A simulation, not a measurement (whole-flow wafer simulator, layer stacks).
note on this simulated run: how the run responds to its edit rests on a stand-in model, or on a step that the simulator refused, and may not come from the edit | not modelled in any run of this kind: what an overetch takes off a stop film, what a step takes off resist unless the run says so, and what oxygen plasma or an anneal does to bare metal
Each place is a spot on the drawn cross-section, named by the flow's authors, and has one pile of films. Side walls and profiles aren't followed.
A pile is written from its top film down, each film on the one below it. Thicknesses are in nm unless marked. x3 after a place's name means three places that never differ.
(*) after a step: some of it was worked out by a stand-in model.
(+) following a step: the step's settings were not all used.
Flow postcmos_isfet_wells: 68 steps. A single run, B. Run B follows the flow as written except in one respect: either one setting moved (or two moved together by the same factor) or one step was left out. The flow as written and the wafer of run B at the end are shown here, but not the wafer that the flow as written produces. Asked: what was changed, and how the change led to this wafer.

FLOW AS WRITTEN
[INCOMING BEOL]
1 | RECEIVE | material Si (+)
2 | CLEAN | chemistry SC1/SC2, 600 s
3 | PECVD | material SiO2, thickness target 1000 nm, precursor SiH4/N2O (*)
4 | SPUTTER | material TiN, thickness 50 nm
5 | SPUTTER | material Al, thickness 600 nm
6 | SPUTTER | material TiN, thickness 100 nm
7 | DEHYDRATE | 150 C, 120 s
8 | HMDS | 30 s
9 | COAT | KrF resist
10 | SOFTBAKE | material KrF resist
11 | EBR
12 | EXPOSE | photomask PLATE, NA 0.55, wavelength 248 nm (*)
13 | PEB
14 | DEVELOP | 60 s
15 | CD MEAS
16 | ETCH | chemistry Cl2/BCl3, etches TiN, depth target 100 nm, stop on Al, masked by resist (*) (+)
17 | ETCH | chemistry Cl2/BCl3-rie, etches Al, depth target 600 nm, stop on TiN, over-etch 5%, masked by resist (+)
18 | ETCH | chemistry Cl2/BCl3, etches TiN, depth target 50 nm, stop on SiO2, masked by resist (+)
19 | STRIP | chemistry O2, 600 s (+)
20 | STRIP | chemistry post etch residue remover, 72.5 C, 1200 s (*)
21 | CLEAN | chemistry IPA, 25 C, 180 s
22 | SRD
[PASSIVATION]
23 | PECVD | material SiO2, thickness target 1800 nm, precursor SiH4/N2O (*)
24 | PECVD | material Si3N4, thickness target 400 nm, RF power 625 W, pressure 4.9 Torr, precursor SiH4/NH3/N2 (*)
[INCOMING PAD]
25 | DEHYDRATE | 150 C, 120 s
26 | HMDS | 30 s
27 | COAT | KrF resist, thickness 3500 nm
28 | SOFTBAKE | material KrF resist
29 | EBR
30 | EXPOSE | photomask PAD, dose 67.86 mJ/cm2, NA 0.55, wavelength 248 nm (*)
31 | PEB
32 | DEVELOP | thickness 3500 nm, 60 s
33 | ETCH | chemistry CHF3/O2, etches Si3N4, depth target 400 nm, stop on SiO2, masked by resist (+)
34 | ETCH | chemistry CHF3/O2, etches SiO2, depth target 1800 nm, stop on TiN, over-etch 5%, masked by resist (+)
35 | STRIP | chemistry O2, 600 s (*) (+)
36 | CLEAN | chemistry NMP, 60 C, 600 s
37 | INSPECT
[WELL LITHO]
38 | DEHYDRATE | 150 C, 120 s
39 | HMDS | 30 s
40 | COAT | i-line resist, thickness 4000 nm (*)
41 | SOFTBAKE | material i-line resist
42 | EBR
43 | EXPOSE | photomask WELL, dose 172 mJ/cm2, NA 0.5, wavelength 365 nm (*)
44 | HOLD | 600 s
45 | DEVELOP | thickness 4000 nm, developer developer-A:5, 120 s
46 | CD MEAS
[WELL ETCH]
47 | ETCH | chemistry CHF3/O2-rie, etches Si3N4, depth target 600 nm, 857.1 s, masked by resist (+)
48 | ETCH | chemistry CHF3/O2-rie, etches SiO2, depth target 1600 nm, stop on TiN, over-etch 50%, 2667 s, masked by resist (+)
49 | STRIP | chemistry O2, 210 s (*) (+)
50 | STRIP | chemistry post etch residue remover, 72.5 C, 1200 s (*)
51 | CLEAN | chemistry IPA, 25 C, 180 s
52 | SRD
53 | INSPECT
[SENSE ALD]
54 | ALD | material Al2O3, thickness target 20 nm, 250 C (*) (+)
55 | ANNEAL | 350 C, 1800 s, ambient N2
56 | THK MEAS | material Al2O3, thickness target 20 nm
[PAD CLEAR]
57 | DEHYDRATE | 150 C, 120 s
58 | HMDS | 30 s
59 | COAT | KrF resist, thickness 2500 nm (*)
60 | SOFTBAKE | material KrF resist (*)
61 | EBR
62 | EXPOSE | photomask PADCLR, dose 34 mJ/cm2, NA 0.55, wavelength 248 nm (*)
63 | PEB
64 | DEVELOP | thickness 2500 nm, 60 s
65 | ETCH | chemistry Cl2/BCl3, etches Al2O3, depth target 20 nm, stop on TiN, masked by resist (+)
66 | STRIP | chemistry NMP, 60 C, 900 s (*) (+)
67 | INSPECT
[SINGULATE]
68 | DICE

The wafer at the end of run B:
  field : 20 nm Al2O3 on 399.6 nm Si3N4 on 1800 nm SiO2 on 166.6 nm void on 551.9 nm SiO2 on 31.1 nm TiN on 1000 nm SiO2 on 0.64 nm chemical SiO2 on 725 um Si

What caused this: step 17, ETCH: depth target 525 nm was run, while the flow as written has depth target 600 nm.

The path from the change to this, step by step:
  17 | ETCH | chemistry Cl2/BCl3-rie, etches Al, depth target 600 nm, stop on TiN, over-etch 5%, masked by resist (+)
      field: Al loses 525 (as written it would have been: Al loses 600 (all of it))
      margin, well900, well1300, well2000, well3000, pad_rim, pad_clr, pad_open: KrF resist loses 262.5 (as written it would have been: KrF resist loses 300)
  18 | ETCH | chemistry Cl2/BCl3, etches TiN, depth target 50 nm, stop on SiO2, masked by resist (+)
      field: Al loses 75 (all of it), TiN loses 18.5 (as written it would have been: TiN loses 50 (all of it))
  19 | STRIP | chemistry O2, 600 s (+)
      margin, well900, well1300, well2000, well3000, pad_rim, pad_clr, pad_open: KrF resist loses 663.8 (all of it) (as written it would have been: KrF resist loses 626.3 (all of it))
  23 | PECVD | material SiO2, thickness target 1800 nm, precursor SiH4/N2O (*)
      field: SiO2 gains 1800 (new film), void gains 166.6 (new film), SiO2 gains 551.9 (new film) (as written it would have been: SiO2 gains 1800 (new film), void gains 189.9 (new film), SiO2 gains 559.7)
With metal films that touch counted as one body, field has 1 body; the flow as written gives 0 bodies.
